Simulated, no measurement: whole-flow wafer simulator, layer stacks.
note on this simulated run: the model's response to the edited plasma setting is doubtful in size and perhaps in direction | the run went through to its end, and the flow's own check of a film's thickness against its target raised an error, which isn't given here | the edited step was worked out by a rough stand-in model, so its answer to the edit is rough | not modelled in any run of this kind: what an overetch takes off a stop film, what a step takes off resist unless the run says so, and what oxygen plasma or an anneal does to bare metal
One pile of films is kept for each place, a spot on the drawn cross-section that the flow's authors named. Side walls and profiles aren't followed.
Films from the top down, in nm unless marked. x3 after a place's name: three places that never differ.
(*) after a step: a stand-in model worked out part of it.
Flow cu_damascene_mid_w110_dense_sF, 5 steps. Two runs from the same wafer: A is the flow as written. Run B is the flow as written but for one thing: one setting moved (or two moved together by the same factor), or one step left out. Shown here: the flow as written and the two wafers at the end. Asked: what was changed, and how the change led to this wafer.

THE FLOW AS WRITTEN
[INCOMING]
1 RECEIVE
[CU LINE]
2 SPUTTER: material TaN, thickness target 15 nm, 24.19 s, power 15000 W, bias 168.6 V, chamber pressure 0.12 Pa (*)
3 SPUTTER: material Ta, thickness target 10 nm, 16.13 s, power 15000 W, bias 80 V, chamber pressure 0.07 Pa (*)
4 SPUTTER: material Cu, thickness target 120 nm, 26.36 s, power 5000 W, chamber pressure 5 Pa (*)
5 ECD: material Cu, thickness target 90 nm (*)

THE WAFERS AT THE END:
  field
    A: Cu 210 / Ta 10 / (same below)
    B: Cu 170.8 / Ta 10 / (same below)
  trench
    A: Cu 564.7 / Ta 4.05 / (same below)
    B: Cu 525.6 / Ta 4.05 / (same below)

The cause: step 4, SPUTTER: power 3680 W was run, where the flow has power 5000 W.

How the change led to this, step by step:
  4 SPUTTER: material Cu, thickness target 120 nm, 26.36 s, power 5000 W, chamber pressure 5 Pa (*)
      field: A Cu +120 (new film) | B Cu +80.8 (new film)
      trench: A Cu +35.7 (new film) | B Cu +28.8 (new film)
  5 ECD: material Cu, thickness target 90 nm (*)
      trench: A Cu +529 | B Cu +496.8
